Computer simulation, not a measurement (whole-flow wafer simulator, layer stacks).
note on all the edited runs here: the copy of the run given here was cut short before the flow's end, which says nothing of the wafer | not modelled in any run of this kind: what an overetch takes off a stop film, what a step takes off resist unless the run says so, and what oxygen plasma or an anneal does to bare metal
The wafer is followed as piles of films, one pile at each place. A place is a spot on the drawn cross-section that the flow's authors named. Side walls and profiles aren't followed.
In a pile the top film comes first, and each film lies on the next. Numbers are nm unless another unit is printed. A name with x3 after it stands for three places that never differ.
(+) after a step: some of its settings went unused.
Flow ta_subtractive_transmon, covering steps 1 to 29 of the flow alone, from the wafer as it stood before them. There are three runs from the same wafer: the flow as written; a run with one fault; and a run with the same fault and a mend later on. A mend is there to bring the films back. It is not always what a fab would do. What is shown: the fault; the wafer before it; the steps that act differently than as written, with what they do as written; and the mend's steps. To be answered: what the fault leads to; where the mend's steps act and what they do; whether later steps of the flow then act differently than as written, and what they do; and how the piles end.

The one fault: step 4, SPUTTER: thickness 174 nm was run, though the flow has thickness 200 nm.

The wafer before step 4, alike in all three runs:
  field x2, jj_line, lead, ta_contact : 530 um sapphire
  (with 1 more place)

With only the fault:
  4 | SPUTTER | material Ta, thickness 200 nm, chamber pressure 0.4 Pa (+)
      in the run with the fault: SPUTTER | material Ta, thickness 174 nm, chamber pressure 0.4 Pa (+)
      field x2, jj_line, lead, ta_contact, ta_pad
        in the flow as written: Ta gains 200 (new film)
        in the run with the fault: Ta gains 174 (new film)
  Steps further on in the flow that do not act as written (not shown: 3 more steps that differ only slightly, by at most 2% or 0.5 nm, whichever is larger):
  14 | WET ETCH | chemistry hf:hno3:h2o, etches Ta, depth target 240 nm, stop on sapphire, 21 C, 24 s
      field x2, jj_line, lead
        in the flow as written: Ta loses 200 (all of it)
        in the run with the fault: Ta loses 174 (all of it)
  By the end, the piles at ta_contact, ta_pad depart from the flow's by more than 2% or 0.5 nm, whichever is larger.
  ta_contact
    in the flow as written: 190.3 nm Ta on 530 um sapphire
    in the run with the fault: 164.3 nm Ta on 530 um sapphire
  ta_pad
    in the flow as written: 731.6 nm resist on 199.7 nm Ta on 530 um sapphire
    in the run with the fault: 735.5 nm resist on 173.7 nm Ta on 530 um sapphire

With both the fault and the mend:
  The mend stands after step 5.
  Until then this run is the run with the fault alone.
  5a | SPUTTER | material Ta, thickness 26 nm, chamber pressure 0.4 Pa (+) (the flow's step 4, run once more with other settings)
      field x2, jj_line, lead, ta_contact, ta_pad
        Ta gains 26
  None of the later steps of the flow acts differently than as written at any place that is followed.
  By the end, the piles equal the flow's at every place that both follow.
